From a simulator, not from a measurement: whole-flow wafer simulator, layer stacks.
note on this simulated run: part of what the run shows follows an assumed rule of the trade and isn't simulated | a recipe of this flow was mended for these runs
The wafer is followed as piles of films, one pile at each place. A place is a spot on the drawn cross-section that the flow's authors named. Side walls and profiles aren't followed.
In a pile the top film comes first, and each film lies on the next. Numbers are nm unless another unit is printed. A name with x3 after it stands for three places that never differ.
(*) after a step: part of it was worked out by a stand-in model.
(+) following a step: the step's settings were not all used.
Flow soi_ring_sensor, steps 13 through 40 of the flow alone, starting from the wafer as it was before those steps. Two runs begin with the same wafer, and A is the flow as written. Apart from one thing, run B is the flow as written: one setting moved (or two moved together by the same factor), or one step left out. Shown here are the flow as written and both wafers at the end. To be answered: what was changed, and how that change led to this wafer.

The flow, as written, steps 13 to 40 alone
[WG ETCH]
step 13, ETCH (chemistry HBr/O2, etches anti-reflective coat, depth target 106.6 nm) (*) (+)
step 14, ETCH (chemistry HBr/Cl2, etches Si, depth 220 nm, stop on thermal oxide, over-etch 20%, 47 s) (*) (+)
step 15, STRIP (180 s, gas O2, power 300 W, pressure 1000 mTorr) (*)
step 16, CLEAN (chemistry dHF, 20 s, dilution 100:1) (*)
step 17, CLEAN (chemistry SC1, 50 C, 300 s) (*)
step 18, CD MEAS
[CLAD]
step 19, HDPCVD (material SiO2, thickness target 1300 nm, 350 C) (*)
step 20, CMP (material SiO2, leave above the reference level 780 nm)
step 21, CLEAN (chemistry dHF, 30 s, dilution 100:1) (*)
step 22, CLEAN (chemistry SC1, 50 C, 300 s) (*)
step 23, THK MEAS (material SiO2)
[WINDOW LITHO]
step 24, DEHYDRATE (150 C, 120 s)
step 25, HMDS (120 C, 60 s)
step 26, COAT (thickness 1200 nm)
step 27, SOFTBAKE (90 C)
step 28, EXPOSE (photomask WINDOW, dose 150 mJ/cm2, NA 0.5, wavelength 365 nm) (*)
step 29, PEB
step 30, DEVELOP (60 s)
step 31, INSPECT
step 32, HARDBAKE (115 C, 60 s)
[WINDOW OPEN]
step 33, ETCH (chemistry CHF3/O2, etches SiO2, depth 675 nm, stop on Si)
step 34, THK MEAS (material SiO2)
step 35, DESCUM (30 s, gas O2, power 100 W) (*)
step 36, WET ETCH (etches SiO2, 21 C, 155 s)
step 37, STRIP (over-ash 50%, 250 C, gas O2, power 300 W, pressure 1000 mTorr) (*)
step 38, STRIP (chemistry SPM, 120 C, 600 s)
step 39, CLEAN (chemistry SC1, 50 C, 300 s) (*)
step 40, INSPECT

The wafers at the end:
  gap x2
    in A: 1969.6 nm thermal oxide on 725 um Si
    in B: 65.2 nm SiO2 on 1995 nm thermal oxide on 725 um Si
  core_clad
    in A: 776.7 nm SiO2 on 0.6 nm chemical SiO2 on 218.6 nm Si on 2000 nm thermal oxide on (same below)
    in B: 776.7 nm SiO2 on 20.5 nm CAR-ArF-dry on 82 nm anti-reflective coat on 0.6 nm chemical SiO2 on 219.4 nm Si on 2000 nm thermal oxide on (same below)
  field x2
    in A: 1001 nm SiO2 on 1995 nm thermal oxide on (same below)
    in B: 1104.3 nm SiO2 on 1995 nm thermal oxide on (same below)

The reason: step 15, STRIP: 30 s was run, though the flow has 180 s.

Step by step, how the change led to this:
  step 15, STRIP (180 s, gas O2, power 300 W, pressure 1000 mTorr) (*)
      core, core_clad: A -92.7 CAR-ArF-dry (all of it), -82 anti-reflective coat (all of it), +0.6 chemical SiO2, -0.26 Si | B -72.2 CAR-ArF-dry
  step 16, CLEAN (chemistry dHF, 20 s, dilution 100:1) (*)
      core, core_clad: A -0.7 chemical SiO2 | B nothing
  step 17, CLEAN (chemistry SC1, 50 C, 300 s) (*)
      core, core_clad: A +0.1 chemical SiO2, -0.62 Si | B nothing
  step 20, CMP (material SiO2, leave above the reference level 780 nm)
      gap x2, field x2: A -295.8 SiO2 | B -192.4 SiO2
  step 36, WET ETCH (etches SiO2, 21 C, 155 s)
      gap x2: A -326.6 SiO2 (all of it), -25 thermal oxide | B -364.2 SiO2
      core: A -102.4 SiO2 (all of it), -0.6 chemical SiO2 (all of it), -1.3 Si | B -102.4 SiO2 (all of it)
  step 37, STRIP (over-ash 50%, 250 C, gas O2, power 300 W, pressure 1000 mTorr) (*)
      core: A +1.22 chemical SiO2 (new film), -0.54 Si | B nothing
  step 38, STRIP (chemistry SPM, 120 C, 600 s)
      core: A nothing | B -20.5 CAR-ArF-dry (all of it), -82 anti-reflective coat (all of it)
  step 39, CLEAN (chemistry SC1, 50 C, 300 s) (*)
      gap x2: A -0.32 thermal oxide | B -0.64 SiO2
      core: A -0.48 chemical SiO2 | B under 1 film: -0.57 Si
